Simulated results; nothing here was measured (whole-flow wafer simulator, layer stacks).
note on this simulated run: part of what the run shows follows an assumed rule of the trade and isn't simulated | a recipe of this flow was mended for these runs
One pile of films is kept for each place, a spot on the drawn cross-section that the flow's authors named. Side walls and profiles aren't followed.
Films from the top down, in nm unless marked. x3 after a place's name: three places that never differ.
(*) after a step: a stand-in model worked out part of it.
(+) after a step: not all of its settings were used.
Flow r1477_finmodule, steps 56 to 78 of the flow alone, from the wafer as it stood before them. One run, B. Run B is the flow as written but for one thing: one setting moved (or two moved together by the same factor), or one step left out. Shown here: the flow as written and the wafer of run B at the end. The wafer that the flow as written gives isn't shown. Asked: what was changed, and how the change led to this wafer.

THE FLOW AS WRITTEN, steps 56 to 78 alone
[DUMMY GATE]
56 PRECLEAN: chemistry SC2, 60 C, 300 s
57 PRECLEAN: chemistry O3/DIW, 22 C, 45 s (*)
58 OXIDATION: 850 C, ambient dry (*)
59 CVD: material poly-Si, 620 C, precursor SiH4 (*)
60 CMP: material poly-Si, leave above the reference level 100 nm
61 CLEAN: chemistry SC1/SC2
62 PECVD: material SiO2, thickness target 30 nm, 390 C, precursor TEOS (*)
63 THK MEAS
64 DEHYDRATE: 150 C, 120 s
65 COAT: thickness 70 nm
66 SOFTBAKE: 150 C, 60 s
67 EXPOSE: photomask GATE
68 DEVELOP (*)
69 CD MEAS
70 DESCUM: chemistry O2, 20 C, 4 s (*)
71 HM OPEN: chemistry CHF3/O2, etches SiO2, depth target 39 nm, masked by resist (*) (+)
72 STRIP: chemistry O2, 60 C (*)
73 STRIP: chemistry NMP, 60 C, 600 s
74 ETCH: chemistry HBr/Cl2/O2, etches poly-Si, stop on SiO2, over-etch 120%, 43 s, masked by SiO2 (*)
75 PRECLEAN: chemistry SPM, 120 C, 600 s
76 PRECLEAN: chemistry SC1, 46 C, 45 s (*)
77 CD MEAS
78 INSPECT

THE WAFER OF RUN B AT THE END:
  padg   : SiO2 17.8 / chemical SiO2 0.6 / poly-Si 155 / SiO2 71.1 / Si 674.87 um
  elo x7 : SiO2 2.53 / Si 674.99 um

The cause: step 62, PECVD: thickness target 25.3 nm was run, where the flow has thickness target 30 nm.

How the change led to this, step by step:
  62 PECVD: material SiO2, thickness target 30 nm, 390 C, precursor TEOS (*)
      pad, padg, elg x7 and 27 more: SiO2 +25.3 (new film) (as written it would be: SiO2 +30 (new film))
  71 HM OPEN: chemistry CHF3/O2, etches SiO2, depth target 39 nm, masked by resist (*) (+)
      pad, elo x7, eso x6, e200so, s40co x3: SiO2 -25.3 (all of it), chemical SiO2 -0.6 (all of it), poly-Si -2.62 (as written it would be: SiO2 -30 (all of it), chemical SiO2 -0.6 (all of it), poly-Si -1.68)
